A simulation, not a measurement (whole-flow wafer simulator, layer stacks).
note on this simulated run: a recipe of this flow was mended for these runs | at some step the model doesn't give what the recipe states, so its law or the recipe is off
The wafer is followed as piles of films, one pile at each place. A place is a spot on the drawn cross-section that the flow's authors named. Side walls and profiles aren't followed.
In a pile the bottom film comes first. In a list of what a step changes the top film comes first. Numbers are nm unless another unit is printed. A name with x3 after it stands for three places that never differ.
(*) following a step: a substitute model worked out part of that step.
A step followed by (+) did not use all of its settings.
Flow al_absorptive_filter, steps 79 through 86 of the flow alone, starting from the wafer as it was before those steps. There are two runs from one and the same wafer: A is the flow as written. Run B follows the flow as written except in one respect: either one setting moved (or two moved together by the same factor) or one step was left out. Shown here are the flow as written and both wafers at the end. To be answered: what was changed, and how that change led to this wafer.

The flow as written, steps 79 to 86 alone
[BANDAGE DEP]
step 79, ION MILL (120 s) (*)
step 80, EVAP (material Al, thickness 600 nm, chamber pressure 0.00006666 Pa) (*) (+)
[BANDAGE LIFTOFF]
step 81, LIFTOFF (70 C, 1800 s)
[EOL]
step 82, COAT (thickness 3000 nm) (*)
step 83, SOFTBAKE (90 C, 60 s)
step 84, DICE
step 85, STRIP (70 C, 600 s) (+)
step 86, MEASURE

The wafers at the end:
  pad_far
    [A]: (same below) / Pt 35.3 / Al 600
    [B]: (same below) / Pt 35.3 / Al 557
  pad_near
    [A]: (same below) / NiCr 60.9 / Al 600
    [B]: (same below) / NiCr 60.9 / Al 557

The reason: step 80, EVAP: thickness 557 nm was run, though the flow has thickness 600 nm.
One can read it off the wafer: pad_far has Al 557, and step 80 as written asks for 600 nm.

How this came from the change, step by step:
  step 80, EVAP (material Al, thickness 600 nm, chamber pressure 0.00006666 Pa) (*) (+)
      gnd, pad_far, pad_near and 11 more: A +600 Al (new film) | B +557 Al (new film)
  step 81, LIFTOFF (70 C, 1800 s)
      xa_field, xl_land, idc_field: A -600 Al (all of it), -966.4 i-line-resist (all of it), -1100 lift-off-underlayer (all of it), -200 acrylic-e-beam-resist (all of it) | B -557 Al (all of it), -966.4 i-line-resist (all of it), -1100 lift-off-underlayer (all of it), -200 acrylic-e-beam-resist (all of it)
      gnd: A -600 Al (all of it), -968.3 i-line-resist (all of it), -1103.3 lift-off-underlayer (all of it), -200.9 acrylic-e-beam-resist (all of it) | B -557 Al (all of it), -968.3 i-line-resist (all of it), -1103.3 lift-off-underlayer (all of it), -200.9 acrylic-e-beam-resist (all of it)
      (also at 8 further places)
  step 83, SOFTBAKE (90 C, 60 s)
      pad_far: A -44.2 i-line-resist | B -40.8 i-line-resist
      pad_near: A -41.1 i-line-resist | B -38 i-line-resist
      (also at 1 further place)
